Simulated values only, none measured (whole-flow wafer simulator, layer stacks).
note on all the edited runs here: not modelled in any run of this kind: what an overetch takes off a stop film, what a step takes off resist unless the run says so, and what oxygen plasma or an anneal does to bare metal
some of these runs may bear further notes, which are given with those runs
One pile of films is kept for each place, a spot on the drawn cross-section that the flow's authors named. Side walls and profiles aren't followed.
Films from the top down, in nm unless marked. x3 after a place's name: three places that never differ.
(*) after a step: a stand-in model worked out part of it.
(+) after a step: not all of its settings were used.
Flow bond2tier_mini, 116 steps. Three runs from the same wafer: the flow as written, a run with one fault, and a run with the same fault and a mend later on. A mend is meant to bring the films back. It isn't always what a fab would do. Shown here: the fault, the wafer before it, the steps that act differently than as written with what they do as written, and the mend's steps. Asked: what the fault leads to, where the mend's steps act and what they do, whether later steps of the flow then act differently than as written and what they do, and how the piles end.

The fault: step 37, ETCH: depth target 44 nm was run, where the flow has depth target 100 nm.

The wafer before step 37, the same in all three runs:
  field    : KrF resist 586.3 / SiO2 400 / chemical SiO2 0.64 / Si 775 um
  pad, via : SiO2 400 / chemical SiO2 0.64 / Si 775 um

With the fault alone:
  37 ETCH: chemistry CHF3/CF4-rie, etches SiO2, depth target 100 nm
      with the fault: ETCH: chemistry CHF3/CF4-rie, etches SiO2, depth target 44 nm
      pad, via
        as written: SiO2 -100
        with the fault: SiO2 -44
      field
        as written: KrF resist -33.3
        with the fault: KrF resist -14.7
  Later steps of the flow that act differently than as written (1 more step differs only slightly, by at most 2% or 0.5 nm, whichever is larger, and isn't shown):
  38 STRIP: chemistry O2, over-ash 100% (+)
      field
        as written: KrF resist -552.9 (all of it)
        with the fault: KrF resist -571.6 (all of it)
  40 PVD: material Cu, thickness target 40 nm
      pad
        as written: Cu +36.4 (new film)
        with the fault: Cu +38.4 (new film)
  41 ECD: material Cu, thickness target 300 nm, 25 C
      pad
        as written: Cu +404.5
        with the fault: Cu +346
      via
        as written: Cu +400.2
        with the fault: Cu +344
  At the end the piles differ from the flow's by more than 2% or 0.5 nm, whichever is larger, at pad.
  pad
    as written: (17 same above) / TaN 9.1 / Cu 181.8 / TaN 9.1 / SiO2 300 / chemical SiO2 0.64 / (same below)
    with the fault: (17 same above) / TaN 9.1 / Cu 125.3 / TaN 9.6 / SiO2 356 / chemical SiO2 0.64 / (same below)

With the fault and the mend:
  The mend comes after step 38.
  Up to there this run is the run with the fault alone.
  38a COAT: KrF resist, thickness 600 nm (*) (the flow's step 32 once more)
      field
        KrF resist +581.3 (new film)
      pad
        KrF resist +619.5 (new film)
      via
        KrF resist +617.1 (new film)
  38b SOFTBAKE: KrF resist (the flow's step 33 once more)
      changes no film at any place that is followed
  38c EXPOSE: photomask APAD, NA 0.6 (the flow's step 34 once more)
      changes no film at any place that is followed
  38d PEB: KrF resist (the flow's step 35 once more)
      changes no film at any place that is followed
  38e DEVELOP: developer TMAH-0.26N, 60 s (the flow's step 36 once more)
      field
        KrF resist -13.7
      pad
        KrF resist -619.5 (all of it)
      via
        KrF resist -617.1 (all of it)
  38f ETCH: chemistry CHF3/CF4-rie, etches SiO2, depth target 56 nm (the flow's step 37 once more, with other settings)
      pad, via
        SiO2 -56
      field
        KrF resist -18.7
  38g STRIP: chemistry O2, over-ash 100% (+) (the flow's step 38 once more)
      field
        KrF resist -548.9 (all of it)
  No later step of the flow acts differently than as written at any place that is followed.
  At the end the piles are the same as the flow's at every place that both follow.
